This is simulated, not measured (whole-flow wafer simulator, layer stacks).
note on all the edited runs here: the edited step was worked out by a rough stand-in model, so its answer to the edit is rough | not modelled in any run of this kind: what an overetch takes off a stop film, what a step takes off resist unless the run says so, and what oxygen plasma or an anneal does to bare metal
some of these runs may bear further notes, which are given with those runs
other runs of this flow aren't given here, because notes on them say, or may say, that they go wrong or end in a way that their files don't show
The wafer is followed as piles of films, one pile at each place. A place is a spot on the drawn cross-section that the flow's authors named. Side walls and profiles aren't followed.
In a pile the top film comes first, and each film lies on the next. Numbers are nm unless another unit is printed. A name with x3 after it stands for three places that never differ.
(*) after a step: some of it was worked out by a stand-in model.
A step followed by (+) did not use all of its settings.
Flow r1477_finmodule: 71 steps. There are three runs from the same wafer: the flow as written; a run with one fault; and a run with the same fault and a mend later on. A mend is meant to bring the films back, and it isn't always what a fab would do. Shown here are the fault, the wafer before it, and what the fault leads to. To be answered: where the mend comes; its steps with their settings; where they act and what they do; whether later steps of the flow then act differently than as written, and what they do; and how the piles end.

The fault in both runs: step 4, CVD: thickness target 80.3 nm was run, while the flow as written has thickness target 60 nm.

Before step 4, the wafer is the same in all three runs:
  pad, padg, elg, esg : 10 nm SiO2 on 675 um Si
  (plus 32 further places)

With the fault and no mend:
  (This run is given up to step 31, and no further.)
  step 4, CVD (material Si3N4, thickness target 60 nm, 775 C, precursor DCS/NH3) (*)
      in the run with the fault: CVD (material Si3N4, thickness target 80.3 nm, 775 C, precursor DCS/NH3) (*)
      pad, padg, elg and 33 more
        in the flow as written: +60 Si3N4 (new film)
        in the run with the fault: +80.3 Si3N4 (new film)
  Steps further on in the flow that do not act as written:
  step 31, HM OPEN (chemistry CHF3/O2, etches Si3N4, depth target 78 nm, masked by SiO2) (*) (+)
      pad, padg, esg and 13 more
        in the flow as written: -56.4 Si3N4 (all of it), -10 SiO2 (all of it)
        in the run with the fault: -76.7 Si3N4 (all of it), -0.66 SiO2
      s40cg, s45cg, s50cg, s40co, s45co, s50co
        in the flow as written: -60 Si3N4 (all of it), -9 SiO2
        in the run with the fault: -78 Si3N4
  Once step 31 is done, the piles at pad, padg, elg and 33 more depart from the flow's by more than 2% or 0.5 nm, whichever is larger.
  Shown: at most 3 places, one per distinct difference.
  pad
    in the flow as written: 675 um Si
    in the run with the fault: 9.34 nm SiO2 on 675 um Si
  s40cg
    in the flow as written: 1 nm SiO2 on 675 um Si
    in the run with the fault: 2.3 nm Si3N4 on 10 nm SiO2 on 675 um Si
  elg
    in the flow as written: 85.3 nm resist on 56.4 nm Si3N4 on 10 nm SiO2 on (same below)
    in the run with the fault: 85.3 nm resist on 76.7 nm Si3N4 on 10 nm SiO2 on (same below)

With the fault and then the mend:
  The mend follows step 5.
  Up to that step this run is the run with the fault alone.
  step 5a, ETCH (chemistry h3po4, depth target 20.3 nm)
      pad, padg, elg and 33 more
        -20.3 Si3N4
  Later steps of the flow that are run all act as written at every place that is followed.
  The piles end the same as the flow's at every place that both follow.
